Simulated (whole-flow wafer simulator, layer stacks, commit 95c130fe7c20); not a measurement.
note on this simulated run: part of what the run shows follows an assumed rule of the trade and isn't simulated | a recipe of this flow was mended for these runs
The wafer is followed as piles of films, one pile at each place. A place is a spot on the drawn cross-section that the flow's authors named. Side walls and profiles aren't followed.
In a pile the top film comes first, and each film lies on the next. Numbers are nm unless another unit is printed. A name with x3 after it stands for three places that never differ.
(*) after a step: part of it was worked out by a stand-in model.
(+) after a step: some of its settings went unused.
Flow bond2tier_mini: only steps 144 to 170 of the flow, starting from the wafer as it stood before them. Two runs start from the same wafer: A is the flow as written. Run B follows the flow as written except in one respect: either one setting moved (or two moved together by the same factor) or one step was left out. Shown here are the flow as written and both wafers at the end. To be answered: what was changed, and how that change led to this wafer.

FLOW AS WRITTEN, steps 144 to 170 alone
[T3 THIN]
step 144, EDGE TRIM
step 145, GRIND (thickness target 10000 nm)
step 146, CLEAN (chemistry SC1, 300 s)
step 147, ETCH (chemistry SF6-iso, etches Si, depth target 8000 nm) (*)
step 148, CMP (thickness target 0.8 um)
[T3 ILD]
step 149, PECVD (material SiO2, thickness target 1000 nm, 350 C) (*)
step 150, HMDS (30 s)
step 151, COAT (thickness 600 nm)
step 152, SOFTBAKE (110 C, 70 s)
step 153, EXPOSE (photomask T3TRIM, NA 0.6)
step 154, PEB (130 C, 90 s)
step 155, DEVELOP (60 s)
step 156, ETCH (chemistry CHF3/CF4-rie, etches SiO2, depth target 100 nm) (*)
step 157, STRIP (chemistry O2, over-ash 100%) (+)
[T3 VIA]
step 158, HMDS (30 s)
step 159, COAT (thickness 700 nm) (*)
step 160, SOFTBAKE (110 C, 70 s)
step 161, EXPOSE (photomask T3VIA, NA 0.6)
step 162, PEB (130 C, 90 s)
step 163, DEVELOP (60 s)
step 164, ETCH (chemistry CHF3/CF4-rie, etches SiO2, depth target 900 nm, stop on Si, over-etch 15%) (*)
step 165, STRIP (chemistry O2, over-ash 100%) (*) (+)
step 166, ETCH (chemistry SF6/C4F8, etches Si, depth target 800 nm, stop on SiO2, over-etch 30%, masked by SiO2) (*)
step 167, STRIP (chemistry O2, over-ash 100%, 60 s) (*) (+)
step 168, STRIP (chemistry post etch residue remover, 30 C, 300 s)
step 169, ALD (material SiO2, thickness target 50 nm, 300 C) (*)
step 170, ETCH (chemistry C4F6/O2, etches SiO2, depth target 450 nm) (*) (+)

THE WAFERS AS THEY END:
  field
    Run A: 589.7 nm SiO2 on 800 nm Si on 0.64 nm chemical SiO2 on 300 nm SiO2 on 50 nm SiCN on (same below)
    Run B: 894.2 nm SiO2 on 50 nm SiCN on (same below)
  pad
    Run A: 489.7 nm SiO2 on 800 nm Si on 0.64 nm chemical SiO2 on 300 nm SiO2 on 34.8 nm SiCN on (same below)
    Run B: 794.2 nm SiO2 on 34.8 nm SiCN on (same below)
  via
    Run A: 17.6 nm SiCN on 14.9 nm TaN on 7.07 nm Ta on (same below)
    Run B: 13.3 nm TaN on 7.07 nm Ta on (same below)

Cause: step 147, ETCH: depth target 10400 nm was run, though the flow has depth target 8000 nm.

How this came from the change, step by step:
  step 147, ETCH (chemistry SF6-iso, etches Si, depth target 8000 nm) (*)
      field, pad, via: A -0.6 chemical SiO2 (all of it), -8000 Si | B -0.6 chemical SiO2 (all of it), -9999.7 Si (all of it), -0.64 chemical SiO2 (all of it), -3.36 SiO2
  step 148, CMP (thickness target 0.8 um)
      field, pad, via: A -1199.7 Si | B nothing
  step 149, PECVD (material SiO2, thickness target 1000 nm, 350 C) (*)
      field, pad, via: A +1000 SiO2 (new film) | B +1000 SiO2
  step 164, ETCH (chemistry CHF3/CF4-rie, etches SiO2, depth target 900 nm, stop on Si, over-etch 15%) (*)
      via: A -900 SiO2 (all of it), -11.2 Si | B -1035 SiO2
  step 166, ETCH (chemistry SF6/C4F8, etches Si, depth target 800 nm, stop on SiO2, over-etch 30%, masked by SiO2) (*)
      via: A -788.8 Si (all of it), -0.64 chemical SiO2 (all of it), -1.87 SiO2 | B -2.4 SiO2
      field, pad: A -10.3 SiO2 | B -2.4 SiO2
  step 170, ETCH (chemistry C4F6/O2, etches SiO2, depth target 450 nm) (*) (+)
      via: A -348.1 SiO2 (all of it), -17.2 SiCN | B -209.2 SiO2 (all of it), -34.8 SiCN (all of it), -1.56 TaN
